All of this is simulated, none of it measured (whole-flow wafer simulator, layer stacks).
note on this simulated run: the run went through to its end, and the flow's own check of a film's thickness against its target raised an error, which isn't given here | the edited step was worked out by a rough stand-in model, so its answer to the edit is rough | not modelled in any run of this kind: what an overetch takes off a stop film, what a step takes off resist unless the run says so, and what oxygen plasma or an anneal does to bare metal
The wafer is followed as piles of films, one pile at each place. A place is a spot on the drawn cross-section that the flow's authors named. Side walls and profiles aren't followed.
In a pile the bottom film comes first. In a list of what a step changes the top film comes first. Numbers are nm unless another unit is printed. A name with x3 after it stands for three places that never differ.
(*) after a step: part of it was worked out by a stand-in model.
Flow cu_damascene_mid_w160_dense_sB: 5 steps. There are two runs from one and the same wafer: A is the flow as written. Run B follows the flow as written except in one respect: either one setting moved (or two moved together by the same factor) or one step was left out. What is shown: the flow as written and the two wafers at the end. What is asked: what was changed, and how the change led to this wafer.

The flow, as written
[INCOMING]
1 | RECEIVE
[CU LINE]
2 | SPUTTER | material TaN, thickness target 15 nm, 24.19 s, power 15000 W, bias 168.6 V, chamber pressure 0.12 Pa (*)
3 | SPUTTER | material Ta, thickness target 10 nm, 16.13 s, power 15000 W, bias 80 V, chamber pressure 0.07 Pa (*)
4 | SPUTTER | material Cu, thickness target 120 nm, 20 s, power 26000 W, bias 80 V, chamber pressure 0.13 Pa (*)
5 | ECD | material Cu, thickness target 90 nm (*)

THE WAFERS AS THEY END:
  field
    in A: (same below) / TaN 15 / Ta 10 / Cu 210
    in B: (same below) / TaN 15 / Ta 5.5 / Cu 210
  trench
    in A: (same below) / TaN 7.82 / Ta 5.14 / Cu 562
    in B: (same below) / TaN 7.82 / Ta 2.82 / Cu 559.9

The reason: step 3, SPUTTER: thickness target 5.5 nm was run, though the flow has thickness target 10 nm; step 3, SPUTTER: 8.87 s was run, where the flow has 16.13 s.
The wafer lets one read it off: field has Ta 5.5, and step 3 as written asks for 10 nm.

Step by step, how the change led to this:
  3 | SPUTTER | material Ta, thickness target 10 nm, 16.13 s, power 15000 W, bias 80 V, chamber pressure 0.07 Pa (*)
      field: A Ta gains 10 (new film) | B Ta gains 5.5 (new film)
      trench: A Ta gains 5.14 (new film) | B Ta gains 2.82 (new film)
